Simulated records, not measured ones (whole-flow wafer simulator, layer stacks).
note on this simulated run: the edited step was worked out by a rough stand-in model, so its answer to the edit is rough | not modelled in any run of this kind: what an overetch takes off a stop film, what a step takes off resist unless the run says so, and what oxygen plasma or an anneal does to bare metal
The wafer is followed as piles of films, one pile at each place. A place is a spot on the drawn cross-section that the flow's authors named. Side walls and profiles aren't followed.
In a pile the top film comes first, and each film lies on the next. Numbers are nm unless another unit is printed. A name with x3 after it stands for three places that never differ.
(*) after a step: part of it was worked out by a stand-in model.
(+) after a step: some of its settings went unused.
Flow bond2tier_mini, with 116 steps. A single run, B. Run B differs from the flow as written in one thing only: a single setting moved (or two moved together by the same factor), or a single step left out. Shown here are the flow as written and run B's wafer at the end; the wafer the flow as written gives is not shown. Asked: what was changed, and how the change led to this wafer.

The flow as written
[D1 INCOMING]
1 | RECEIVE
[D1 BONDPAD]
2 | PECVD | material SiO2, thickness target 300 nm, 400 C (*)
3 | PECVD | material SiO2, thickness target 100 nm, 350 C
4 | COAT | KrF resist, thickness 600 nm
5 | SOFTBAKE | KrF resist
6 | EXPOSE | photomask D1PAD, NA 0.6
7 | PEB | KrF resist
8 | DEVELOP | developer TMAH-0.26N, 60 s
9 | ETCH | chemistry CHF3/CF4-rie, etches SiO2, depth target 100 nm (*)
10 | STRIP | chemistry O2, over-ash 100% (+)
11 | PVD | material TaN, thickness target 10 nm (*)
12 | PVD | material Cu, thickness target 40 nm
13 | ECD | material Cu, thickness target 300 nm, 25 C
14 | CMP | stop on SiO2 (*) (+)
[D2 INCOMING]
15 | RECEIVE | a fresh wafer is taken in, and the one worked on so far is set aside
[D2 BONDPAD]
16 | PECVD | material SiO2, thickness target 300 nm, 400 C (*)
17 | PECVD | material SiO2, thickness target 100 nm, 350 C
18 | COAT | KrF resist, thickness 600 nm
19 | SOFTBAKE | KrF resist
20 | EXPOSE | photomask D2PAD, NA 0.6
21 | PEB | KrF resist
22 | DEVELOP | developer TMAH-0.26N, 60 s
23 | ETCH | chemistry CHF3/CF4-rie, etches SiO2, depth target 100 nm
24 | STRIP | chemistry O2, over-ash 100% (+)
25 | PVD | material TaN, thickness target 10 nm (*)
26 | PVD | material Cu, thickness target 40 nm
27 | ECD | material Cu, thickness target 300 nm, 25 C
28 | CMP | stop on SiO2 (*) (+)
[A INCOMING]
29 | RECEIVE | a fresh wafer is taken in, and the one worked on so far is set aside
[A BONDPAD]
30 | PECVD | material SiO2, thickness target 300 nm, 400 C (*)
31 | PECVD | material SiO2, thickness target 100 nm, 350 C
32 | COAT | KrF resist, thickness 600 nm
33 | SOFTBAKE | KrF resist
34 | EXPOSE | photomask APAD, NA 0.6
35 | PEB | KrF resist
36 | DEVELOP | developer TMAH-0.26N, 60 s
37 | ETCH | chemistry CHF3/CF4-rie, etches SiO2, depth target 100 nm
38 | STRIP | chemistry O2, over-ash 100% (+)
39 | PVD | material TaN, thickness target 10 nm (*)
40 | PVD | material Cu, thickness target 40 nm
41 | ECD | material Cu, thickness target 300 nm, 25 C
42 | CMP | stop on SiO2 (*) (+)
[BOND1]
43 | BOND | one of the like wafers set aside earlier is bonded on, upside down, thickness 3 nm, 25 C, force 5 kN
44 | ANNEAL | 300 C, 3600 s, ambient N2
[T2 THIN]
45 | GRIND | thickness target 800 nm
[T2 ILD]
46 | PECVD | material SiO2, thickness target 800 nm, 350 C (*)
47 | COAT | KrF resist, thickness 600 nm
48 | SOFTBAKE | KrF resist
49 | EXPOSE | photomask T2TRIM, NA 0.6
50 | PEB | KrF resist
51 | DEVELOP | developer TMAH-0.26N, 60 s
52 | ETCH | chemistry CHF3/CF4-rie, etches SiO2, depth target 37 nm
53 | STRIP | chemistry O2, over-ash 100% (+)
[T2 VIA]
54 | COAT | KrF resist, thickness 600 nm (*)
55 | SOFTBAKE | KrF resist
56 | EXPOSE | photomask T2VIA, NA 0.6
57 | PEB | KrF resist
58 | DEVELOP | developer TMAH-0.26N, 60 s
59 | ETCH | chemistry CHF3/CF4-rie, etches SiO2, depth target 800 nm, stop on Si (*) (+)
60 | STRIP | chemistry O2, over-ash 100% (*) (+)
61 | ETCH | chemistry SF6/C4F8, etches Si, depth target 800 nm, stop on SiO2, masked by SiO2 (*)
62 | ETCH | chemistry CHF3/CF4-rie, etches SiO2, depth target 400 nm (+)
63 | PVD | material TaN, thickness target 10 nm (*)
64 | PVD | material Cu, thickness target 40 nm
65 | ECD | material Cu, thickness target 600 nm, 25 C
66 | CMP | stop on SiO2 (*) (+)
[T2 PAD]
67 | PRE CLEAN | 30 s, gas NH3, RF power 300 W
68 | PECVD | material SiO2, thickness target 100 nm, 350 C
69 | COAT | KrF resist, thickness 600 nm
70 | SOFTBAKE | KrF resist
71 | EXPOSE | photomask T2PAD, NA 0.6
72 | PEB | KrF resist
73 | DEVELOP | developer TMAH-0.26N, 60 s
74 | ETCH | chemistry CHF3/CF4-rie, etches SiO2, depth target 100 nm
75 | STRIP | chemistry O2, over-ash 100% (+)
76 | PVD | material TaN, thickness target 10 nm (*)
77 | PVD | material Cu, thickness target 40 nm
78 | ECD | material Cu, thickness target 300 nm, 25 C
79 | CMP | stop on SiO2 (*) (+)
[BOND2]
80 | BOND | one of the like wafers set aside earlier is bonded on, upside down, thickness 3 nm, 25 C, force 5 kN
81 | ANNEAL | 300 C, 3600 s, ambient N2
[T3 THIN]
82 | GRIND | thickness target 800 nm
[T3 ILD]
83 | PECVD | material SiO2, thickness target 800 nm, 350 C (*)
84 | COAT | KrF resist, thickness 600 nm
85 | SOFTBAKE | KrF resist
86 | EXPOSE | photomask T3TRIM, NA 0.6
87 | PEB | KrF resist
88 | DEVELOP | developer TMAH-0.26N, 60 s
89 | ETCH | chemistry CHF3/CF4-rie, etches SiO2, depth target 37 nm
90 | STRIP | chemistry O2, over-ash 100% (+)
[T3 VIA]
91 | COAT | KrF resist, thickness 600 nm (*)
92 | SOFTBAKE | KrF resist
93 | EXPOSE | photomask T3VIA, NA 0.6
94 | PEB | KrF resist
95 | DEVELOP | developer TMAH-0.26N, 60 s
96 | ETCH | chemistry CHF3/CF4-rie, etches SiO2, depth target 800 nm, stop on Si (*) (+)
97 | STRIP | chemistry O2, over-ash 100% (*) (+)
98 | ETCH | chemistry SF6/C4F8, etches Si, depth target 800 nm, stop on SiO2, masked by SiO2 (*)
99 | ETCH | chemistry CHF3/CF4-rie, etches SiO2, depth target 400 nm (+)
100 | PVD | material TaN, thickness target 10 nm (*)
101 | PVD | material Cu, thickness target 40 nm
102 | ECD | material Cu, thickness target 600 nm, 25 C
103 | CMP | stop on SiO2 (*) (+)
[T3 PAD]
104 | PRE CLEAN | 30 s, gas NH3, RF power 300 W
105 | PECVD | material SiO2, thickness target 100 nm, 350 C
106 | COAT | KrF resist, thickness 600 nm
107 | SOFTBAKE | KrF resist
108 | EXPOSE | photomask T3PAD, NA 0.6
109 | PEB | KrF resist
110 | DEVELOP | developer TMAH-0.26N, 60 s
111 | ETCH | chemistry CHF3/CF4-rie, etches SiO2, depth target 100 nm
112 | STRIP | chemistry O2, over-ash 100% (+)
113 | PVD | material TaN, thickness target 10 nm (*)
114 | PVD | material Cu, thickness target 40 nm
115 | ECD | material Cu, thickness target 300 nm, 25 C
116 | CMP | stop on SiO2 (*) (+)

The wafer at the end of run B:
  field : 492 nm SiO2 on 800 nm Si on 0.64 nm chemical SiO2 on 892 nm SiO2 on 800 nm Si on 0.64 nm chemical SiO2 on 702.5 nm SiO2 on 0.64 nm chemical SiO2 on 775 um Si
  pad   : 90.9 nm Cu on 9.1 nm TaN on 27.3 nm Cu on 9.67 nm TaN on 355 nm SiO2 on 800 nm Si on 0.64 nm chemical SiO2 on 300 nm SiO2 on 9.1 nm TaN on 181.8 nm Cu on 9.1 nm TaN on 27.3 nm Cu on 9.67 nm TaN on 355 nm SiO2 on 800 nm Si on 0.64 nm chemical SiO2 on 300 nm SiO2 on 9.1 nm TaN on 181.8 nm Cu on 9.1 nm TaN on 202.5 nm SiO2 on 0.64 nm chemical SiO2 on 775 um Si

The reason: step 30, PECVD: thickness target 202.5 nm was run, though the flow has thickness target 300 nm.
The wafer lets one read it off: pad has SiO2 202.5, and step 30 as written asks for 300 nm.

Step by step, how the change led to this:
  30 | PECVD | material SiO2, thickness target 300 nm, 400 C (*)
      field, pad, via: +202.5 SiO2 (new film) (in the flow as written it would be: +300 SiO2 (new film))
